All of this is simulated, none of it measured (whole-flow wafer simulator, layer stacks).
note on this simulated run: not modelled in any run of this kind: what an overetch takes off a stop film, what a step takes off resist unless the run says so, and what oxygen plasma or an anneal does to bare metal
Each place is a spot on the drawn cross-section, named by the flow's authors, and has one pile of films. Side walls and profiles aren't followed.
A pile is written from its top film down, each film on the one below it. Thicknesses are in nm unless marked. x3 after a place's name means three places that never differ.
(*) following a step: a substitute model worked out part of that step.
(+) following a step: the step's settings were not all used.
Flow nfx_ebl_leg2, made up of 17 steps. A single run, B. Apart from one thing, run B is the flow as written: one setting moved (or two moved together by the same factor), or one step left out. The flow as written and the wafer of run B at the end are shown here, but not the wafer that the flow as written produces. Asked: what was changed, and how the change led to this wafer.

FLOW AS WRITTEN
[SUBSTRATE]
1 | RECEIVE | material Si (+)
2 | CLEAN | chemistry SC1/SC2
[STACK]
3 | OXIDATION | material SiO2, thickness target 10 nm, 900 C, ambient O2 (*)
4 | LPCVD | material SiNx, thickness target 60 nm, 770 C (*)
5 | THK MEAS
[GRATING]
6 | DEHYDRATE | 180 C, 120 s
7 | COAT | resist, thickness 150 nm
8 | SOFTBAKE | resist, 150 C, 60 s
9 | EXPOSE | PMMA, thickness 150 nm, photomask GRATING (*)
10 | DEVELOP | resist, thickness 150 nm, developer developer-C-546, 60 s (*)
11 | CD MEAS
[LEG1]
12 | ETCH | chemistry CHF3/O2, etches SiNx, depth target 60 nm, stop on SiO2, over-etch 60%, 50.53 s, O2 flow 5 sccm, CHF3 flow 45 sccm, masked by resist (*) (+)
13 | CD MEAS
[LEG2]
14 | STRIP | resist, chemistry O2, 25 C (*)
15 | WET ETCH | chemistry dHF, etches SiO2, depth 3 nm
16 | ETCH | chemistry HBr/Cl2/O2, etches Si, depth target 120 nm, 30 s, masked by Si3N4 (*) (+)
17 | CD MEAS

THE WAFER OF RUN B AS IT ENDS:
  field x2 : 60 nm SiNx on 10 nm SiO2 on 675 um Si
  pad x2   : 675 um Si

Cause: step 16, ETCH: chemistry HBr/Cl2/O2, etches Si, depth target 120 nm, 30 s, masked by Si3N4 (*) (+), was not run.

Step by step, how the change led to this:
  (no step that both runs have acts differently)
